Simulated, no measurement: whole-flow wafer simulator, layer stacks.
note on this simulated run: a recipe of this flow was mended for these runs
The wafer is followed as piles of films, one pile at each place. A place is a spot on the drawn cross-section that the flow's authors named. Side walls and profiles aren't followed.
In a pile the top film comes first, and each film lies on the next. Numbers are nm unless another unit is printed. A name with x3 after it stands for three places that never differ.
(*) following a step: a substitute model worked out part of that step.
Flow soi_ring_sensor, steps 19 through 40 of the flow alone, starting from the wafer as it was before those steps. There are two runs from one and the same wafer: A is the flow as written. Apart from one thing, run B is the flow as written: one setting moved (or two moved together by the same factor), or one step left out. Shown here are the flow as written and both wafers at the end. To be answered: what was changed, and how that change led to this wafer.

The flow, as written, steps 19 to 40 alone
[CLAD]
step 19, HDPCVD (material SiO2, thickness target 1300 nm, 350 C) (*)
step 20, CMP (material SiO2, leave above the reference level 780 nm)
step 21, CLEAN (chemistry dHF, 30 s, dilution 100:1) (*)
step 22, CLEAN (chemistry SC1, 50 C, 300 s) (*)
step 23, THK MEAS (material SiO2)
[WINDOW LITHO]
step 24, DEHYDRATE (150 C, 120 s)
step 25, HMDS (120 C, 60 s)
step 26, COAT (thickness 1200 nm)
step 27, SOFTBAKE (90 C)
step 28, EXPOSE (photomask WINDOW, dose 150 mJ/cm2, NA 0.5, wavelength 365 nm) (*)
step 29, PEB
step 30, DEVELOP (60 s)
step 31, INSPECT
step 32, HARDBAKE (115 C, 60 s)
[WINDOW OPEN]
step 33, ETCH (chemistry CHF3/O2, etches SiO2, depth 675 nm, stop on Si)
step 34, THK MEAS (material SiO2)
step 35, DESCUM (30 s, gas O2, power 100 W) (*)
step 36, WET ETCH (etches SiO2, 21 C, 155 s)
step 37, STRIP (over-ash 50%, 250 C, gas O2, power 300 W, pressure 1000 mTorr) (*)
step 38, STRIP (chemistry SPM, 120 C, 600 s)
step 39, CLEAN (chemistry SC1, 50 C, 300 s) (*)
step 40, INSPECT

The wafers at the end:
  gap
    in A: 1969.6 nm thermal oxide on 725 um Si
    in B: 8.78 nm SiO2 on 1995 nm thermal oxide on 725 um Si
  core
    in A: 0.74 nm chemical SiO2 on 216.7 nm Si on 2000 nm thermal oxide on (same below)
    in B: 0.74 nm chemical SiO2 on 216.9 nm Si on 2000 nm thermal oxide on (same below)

What caused this: step 36, WET ETCH: 135 s was run, while the flow as written has 155 s.

The path from the change to this, step by step:
  step 36, WET ETCH (etches SiO2, 21 C, 155 s)
      gap, window: A SiO2 loses 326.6 (all of it), thermal oxide loses 25 | B SiO2 loses 317.2
  step 39, CLEAN (chemistry SC1, 50 C, 300 s) (*)
      gap, window: A thermal oxide loses 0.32 | B SiO2 loses 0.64
